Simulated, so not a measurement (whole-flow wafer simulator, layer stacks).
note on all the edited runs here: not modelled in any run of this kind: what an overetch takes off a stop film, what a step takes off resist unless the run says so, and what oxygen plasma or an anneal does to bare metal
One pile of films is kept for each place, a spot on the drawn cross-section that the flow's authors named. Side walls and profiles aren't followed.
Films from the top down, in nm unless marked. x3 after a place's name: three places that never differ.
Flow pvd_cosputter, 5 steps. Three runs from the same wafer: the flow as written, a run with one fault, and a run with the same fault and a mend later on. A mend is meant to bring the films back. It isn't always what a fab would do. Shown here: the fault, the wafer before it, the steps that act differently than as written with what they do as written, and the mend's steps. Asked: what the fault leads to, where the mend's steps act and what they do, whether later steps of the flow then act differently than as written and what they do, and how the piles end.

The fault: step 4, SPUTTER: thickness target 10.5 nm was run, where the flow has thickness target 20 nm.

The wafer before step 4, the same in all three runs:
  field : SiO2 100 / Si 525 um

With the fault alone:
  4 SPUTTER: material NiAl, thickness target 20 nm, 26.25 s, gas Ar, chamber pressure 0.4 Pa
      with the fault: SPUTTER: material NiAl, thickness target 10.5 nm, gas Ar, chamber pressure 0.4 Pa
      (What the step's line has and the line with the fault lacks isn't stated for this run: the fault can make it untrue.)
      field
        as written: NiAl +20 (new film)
        with the fault: NiAl +10.5 (new film)
  No later step of the flow acts differently than as written at any place that is followed.
  At the end the piles differ from the flow's by more than 2% or 0.5 nm, whichever is larger, at field.
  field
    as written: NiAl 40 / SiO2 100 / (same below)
    with the fault: NiAl 30.5 / SiO2 100 / (same below)

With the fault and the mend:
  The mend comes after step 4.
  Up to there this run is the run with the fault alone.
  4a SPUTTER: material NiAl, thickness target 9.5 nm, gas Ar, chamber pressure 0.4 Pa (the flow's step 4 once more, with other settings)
      field
        NiAl +9.5
  No later step of the flow acts differently than as written at any place that is followed.
  At the end the piles are the same as the flow's at every place that both follow.
